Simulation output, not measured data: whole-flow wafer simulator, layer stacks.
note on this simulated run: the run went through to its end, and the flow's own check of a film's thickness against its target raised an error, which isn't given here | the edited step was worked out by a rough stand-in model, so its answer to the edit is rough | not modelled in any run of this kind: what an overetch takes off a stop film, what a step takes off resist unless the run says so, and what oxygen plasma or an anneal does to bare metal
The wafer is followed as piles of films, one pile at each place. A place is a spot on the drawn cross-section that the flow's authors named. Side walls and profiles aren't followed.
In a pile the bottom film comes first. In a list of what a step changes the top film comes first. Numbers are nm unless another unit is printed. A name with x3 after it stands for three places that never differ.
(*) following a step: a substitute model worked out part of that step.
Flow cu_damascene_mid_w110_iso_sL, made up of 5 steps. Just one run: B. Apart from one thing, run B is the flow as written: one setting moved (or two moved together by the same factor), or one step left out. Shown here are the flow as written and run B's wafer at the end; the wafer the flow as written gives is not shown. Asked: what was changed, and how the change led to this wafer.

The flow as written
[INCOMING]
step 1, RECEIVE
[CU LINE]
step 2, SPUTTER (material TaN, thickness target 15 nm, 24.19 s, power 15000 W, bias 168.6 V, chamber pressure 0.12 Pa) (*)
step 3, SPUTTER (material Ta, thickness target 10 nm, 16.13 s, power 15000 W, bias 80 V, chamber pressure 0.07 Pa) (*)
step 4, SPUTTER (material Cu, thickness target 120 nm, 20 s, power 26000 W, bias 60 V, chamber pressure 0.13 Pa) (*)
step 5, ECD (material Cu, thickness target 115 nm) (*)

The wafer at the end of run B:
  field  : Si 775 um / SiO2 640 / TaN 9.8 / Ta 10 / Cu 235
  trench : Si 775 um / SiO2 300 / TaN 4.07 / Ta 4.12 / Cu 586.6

What caused this: step 2, SPUTTER: thickness target 9.8 nm was run, while the flow as written has thickness target 15 nm; step 2, SPUTTER: 15.72 s was run, where the flow has 24.19 s.
The wafer lets one read it off: field has TaN 9.8, and step 2 as written asks for 15 nm.

The path from the change to this, step by step:
  step 2, SPUTTER (material TaN, thickness target 15 nm, 24.19 s, power 15000 W, bias 168.6 V, chamber pressure 0.12 Pa) (*)
      field: +9.8 TaN (new film) (in the flow as written it would be: +15 TaN (new film))
      trench: +4.07 TaN (new film) (in the flow as written it would be: +6.23 TaN (new film))
